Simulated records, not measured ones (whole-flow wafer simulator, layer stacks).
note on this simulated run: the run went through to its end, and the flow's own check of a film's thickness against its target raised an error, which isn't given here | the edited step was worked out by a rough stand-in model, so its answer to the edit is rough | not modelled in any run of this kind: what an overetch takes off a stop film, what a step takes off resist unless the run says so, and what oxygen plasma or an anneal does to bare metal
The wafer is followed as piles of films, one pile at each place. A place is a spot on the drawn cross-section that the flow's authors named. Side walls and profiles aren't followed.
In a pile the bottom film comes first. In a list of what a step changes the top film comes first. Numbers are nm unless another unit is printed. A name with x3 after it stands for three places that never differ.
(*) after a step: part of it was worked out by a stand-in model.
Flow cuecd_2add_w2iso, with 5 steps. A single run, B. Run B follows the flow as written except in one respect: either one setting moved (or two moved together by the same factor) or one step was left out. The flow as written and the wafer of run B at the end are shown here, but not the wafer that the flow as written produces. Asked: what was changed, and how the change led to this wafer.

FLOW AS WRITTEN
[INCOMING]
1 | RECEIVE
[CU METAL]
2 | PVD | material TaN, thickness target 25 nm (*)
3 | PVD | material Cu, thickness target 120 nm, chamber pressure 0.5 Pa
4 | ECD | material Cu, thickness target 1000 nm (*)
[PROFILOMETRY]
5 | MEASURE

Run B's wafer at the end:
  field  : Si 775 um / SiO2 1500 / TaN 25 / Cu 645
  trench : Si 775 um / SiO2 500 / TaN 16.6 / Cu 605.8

What caused this: step 4, ECD: thickness target 525 nm was run, whereas the flow has thickness target 1000 nm.

The path from the change to this, step by step:
  4 | ECD | material Cu, thickness target 1000 nm (*)
      field: +525 Cu (it would be, as written: +1000 Cu)
      trench: +525 Cu (it would be, as written: +2047.6 Cu)
